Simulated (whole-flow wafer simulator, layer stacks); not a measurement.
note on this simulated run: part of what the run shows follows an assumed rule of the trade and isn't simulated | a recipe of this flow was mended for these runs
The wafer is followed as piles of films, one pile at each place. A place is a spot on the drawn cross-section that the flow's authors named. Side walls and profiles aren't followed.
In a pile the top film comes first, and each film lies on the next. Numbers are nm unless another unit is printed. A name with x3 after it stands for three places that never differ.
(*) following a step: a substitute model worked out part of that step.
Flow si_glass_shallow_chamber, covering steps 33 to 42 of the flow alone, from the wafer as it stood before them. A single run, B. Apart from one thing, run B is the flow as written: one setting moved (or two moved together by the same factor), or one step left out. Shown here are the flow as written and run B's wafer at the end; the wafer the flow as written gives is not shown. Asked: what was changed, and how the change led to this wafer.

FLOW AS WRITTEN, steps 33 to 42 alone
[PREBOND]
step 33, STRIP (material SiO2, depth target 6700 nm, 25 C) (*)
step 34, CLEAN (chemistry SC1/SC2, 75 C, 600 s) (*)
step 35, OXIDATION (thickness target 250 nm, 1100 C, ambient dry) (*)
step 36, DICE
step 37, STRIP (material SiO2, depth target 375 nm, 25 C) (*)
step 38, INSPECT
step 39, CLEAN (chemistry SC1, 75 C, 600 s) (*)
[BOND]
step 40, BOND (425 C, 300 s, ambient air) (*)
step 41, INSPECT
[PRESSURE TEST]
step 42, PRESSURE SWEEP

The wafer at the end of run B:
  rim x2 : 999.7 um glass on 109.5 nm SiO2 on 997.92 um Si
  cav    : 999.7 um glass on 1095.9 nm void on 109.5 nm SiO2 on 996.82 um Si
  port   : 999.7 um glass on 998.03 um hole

What caused this: step 35, OXIDATION: thickness target 600 nm was run, though the flow has thickness target 250 nm.

Step by step, how the change led to this:
  step 35, OXIDATION (thickness target 250 nm, 1100 C, ambient dry) (*)
      rim x2, cav, septum, ring: SiO2 gains 600 (new film), chemical SiO2 loses 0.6 (all of it), Si loses 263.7 (as written it would have been: SiO2 gains 250 (new film), chemical SiO2 loses 0.6 (all of it), Si loses 109.7)
  step 37, STRIP (material SiO2, depth target 375 nm, 25 C) (*)
      rim x2, cav, septum, ring: SiO2 loses 487.5 (as written it would have been: SiO2 loses 250 (all of it))
  step 39, CLEAN (chemistry SC1, 75 C, 600 s) (*)
      rim x2, cav, septum, ring: SiO2 loses 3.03 (as written it would have been: chemical SiO2 gains 0.6 (new film), Si loses 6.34)
  step 40, BOND (425 C, 300 s, ambient air) (*)
      port: glass gains 999.7 um (new film), hole gains 978.5 (as written it would have been: glass gains 999.7 um (new film), hole gains 1017.3)
